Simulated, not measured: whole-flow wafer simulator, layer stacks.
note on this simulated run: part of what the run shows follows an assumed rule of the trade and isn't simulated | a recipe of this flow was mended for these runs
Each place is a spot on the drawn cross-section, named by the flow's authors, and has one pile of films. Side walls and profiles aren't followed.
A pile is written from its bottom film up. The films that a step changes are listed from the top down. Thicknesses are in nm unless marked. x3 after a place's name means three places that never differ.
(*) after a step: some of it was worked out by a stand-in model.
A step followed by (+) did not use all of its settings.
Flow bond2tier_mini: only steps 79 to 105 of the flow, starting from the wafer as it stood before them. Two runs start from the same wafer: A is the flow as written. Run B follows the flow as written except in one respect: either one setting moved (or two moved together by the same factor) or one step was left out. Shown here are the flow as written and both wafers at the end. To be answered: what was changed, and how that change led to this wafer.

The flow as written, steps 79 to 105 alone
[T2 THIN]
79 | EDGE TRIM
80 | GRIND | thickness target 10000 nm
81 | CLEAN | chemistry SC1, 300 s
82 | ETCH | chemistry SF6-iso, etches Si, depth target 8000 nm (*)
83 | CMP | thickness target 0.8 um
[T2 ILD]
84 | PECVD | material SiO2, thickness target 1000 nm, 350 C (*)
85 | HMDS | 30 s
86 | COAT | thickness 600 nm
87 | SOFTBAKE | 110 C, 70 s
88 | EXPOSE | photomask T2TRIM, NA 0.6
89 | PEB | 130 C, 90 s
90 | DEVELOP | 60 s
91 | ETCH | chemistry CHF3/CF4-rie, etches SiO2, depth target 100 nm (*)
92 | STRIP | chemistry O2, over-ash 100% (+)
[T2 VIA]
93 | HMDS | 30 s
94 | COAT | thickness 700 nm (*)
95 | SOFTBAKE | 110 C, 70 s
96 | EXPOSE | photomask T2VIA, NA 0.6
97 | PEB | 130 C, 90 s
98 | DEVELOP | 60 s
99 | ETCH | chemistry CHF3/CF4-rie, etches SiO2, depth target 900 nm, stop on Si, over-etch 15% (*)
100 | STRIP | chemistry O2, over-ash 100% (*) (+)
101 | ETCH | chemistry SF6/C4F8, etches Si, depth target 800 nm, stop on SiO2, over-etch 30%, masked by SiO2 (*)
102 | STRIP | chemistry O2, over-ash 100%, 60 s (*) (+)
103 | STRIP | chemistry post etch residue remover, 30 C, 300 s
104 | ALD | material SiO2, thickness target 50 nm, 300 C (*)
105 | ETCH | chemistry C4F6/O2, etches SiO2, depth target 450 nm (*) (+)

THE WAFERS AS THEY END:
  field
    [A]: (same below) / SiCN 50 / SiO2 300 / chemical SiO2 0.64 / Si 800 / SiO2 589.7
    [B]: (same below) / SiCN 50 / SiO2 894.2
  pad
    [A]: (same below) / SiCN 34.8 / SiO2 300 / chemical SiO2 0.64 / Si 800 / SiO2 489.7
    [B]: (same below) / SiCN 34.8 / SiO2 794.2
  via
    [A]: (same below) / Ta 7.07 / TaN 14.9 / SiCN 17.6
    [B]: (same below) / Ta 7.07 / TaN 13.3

Cause: step 82, ETCH: depth target 10400 nm was run, while the flow as written has depth target 8000 nm.

Step by step, how the change led to this:
  82 | ETCH | chemistry SF6-iso, etches Si, depth target 8000 nm (*)
      field, pad, via: A -0.6 chemical SiO2 (all of it), -8000 Si | B -0.6 chemical SiO2 (all of it), -9999.7 Si (all of it), -0.64 chemical SiO2 (all of it), -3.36 SiO2
  83 | CMP | thickness target 0.8 um
      field, pad, via: A -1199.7 Si | B nothing
  84 | PECVD | material SiO2, thickness target 1000 nm, 350 C (*)
      field, pad, via: A +1000 SiO2 (new film) | B +1000 SiO2
  99 | ETCH | chemistry CHF3/CF4-rie, etches SiO2, depth target 900 nm, stop on Si, over-etch 15% (*)
      via: A -900 SiO2 (all of it), -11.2 Si | B -1035 SiO2
  101 | ETCH | chemistry SF6/C4F8, etches Si, depth target 800 nm, stop on SiO2, over-etch 30%, masked by SiO2 (*)
      via: A -788.8 Si (all of it), -0.64 chemical SiO2 (all of it), -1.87 SiO2 | B -2.4 SiO2
      field, pad: A -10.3 SiO2 | B -2.4 SiO2
  105 | ETCH | chemistry C4F6/O2, etches SiO2, depth target 450 nm (*) (+)
      via: A -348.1 SiO2 (all of it), -17.2 SiCN | B -209.2 SiO2 (all of it), -34.8 SiCN (all of it), -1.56 TaN
